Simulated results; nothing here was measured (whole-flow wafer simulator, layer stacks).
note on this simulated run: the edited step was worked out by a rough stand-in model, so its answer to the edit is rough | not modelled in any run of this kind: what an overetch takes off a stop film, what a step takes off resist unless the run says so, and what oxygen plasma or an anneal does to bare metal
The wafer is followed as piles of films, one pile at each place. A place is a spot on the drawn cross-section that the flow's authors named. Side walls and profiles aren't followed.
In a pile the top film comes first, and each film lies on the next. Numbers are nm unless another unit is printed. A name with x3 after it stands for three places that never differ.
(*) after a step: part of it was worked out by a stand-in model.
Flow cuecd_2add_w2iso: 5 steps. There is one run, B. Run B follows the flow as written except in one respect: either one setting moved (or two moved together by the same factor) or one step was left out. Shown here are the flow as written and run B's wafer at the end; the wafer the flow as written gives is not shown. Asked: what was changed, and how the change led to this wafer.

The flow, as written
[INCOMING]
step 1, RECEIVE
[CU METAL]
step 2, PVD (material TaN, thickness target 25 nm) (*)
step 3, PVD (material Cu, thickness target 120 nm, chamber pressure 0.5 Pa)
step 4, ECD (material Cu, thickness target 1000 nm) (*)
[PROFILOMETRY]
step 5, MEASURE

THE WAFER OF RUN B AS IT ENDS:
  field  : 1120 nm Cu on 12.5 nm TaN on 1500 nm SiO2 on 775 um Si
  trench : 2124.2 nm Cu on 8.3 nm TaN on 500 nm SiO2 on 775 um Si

The reason: step 2, PVD: thickness target 12.5 nm was run, whereas the flow has thickness target 25 nm.
The wafer lets one read it off: field has TaN 12.5, and step 2 as written asks for 25 nm.

How this came from the change, step by step:
  step 2, PVD (material TaN, thickness target 25 nm) (*)
      field: TaN gains 12.5 (new film) (as written it would have been: TaN gains 25 (new film))
      trench: TaN gains 8.3 (new film) (as written it would have been: TaN gains 16.6 (new film))
